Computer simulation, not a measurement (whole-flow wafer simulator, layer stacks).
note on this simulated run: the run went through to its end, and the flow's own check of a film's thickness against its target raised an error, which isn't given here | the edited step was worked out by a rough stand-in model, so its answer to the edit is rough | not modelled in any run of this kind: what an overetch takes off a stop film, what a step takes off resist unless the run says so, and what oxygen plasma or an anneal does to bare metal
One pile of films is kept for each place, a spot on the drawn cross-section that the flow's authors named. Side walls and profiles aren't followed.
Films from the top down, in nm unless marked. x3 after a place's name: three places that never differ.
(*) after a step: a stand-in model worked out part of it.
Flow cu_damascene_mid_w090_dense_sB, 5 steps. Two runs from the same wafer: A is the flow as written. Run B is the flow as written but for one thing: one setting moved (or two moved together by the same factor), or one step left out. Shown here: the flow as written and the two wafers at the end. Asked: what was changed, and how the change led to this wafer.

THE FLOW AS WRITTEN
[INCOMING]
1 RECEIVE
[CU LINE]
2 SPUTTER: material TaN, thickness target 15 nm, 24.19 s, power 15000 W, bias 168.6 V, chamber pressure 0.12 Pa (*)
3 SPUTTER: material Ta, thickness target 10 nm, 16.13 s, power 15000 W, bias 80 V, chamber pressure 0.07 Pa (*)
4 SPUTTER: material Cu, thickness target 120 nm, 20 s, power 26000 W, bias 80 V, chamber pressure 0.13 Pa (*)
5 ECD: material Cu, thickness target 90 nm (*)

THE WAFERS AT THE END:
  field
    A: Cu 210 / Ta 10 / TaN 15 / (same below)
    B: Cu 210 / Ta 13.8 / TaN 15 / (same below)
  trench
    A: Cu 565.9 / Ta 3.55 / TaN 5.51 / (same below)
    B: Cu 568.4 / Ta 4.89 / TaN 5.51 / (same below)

The cause: step 3, SPUTTER: thickness target 13.8 nm was run, where the flow has thickness target 10 nm; step 3, SPUTTER: 22.18 s was run, where the flow has 16.13 s.
It can be read off the wafer: field has Ta 13.8, and step 3 as written asks for 10 nm.

How the change led to this, step by step:
  3 SPUTTER: material Ta, thickness target 10 nm, 16.13 s, power 15000 W, bias 80 V, chamber pressure 0.07 Pa (*)
      field: A Ta +10 (new film) | B Ta +13.8 (new film)
      trench: A Ta +3.55 (new film) | B Ta +4.89 (new film)
